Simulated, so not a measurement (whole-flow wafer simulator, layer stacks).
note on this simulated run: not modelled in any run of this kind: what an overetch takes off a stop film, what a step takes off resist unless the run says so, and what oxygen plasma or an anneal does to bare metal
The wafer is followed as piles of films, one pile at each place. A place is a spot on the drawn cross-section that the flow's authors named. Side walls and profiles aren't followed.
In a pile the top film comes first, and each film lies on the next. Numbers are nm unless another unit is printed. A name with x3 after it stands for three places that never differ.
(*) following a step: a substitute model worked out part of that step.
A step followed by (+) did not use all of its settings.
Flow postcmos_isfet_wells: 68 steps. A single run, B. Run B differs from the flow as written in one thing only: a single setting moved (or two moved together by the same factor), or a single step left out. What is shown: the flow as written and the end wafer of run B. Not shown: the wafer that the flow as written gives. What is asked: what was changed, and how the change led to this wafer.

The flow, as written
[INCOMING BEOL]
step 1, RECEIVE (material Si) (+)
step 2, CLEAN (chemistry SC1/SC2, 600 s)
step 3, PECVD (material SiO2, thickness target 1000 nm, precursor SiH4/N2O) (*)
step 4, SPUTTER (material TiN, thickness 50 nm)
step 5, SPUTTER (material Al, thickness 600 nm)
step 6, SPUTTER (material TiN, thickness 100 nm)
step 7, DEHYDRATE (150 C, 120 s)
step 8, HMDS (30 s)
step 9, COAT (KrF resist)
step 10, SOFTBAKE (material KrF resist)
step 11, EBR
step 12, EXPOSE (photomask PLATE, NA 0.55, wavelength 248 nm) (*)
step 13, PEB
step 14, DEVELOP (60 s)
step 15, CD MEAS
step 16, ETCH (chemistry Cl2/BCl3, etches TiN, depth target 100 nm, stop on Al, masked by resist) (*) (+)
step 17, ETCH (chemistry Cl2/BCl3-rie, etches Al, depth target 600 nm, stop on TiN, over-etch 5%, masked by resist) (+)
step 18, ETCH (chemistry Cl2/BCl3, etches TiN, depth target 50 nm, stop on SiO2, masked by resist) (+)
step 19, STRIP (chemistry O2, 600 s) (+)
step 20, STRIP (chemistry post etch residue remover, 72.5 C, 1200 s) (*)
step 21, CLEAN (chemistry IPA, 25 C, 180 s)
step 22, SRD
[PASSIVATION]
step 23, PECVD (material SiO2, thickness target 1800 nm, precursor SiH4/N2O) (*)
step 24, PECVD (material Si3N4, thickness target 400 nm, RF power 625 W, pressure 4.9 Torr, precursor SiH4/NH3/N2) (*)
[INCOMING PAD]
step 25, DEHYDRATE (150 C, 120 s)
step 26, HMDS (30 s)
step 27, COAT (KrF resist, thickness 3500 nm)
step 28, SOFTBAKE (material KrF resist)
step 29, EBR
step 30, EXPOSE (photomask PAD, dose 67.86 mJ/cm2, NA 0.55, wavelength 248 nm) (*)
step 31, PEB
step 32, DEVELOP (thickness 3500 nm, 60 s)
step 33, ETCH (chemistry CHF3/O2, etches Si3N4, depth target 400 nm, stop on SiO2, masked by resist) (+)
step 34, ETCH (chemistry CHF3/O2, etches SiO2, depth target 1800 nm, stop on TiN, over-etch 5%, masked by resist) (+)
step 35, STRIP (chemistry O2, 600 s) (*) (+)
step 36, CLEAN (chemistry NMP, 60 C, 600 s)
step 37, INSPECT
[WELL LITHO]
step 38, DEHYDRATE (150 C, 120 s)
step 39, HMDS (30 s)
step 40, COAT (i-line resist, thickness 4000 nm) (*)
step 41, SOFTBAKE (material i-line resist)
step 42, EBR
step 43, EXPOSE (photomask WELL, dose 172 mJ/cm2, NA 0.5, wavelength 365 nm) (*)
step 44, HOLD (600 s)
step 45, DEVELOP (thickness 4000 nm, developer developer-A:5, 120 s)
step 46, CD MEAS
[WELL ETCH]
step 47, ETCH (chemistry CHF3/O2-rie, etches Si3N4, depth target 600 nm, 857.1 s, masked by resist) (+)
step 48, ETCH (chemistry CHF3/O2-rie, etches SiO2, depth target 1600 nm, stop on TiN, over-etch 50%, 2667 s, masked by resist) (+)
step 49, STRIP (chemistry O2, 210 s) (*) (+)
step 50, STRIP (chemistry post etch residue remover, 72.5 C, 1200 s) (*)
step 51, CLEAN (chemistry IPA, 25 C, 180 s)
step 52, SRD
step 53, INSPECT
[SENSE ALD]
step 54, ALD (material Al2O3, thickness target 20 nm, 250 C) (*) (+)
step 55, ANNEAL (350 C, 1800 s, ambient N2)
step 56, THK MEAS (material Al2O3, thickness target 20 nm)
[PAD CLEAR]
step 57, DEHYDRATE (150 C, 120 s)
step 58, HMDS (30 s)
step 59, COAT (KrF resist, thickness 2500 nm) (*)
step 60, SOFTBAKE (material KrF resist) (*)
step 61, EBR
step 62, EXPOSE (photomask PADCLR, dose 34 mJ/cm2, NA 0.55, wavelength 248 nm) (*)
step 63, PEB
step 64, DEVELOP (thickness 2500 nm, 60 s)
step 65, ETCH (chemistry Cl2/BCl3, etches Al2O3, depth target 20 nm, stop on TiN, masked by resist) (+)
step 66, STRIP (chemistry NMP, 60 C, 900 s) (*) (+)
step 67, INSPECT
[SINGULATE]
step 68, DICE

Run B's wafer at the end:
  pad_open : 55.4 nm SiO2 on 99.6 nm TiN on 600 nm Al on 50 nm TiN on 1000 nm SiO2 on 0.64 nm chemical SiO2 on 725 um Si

The reason: step 33, ETCH: depth target 347.2 nm was run, whereas the flow has depth target 400 nm.

How this came from the change, step by step:
  step 33, ETCH (chemistry CHF3/O2, etches Si3N4, depth target 400 nm, stop on SiO2, masked by resist) (+)
      pad_open: Si3N4 loses 347.2 (it would be, as written: Si3N4 loses 400 (all of it))
      field, margin, well900, well1300 x3, pad_rim, pad_clr: KrF resist loses 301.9 (it would be, as written: KrF resist loses 347.8)
  step 34, ETCH (chemistry CHF3/O2, etches SiO2, depth target 1800 nm, stop on TiN, over-etch 5%, masked by resist) (+)
      pad_open: Si3N4 loses 52.8 (all of it), SiO2 loses 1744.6 (it would be, as written: SiO2 loses 1800 (all of it))
  step 35, STRIP (chemistry O2, 600 s) (*) (+)
      field, margin, well900, well1300 x3, pad_rim, pad_clr: KrF resist loses 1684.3 (all of it) (it would be, as written: KrF resist loses 1638.4 (all of it))
  step 41, SOFTBAKE (material i-line resist)
      pad_clr: i-line resist loses 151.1 (it would be, as written: i-line resist loses 156.7)
      pad_open: i-line resist gains 112.9 (it would be, as written: i-line resist gains 115.3)
